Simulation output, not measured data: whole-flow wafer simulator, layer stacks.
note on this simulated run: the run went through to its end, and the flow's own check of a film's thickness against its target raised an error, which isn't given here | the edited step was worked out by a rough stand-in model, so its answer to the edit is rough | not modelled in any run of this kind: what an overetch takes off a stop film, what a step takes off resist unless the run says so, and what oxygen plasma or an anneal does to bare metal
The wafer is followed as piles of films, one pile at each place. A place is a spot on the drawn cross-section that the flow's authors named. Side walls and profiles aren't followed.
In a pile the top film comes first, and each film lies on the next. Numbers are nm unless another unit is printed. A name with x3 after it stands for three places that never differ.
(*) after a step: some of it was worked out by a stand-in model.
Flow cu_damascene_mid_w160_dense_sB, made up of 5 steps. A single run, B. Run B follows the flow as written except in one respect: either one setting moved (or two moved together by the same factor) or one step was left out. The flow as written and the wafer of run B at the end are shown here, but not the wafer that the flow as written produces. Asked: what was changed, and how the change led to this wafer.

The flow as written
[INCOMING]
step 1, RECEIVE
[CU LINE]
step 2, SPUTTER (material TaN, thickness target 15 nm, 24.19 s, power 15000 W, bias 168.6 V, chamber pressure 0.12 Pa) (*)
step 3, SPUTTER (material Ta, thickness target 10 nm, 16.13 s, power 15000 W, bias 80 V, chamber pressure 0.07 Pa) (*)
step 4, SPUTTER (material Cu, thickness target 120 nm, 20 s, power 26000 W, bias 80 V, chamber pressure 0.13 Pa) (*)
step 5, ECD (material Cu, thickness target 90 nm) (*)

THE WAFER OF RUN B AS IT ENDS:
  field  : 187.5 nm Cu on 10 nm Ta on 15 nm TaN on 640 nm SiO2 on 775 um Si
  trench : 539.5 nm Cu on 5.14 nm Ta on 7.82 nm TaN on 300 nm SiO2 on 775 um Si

What caused this: step 5, ECD: thickness target 67.5 nm was run, whereas the flow has thickness target 90 nm.

Step by step, how the change led to this:
  step 5, ECD (material Cu, thickness target 90 nm) (*)
      field: +67.5 Cu (in the flow as written it would be: +90 Cu)
      trench: +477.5 Cu (in the flow as written it would be: +500 Cu)
